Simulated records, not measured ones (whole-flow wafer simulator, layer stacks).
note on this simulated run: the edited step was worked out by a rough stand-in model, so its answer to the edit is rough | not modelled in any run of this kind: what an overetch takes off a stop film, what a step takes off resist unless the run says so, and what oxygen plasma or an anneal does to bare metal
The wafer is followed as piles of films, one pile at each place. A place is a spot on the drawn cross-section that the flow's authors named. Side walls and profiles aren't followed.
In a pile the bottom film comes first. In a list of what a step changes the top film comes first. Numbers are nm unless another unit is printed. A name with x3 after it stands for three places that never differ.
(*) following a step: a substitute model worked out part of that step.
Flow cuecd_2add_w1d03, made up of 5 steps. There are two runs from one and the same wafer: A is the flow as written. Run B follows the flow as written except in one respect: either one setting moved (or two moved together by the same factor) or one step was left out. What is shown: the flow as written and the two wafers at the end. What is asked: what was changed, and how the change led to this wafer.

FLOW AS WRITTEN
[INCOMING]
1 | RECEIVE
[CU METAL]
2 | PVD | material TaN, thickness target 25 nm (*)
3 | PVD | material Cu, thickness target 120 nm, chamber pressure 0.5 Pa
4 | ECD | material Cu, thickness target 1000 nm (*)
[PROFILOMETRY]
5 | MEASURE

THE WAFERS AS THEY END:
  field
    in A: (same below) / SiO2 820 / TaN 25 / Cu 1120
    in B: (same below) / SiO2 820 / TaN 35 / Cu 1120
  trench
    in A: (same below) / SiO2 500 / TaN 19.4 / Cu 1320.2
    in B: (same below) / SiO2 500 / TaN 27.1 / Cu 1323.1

Cause: step 2, PVD: thickness target 35 nm was run, though the flow has thickness target 25 nm.
The wafer lets one read it off: field has TaN 35, and step 2 as written asks for 25 nm.

Step by step, how the change led to this:
  2 | PVD | material TaN, thickness target 25 nm (*)
      field: A +25 TaN (new film) | B +35 TaN (new film)
      trench: A +19.4 TaN (new film) | B +27.1 TaN (new film)
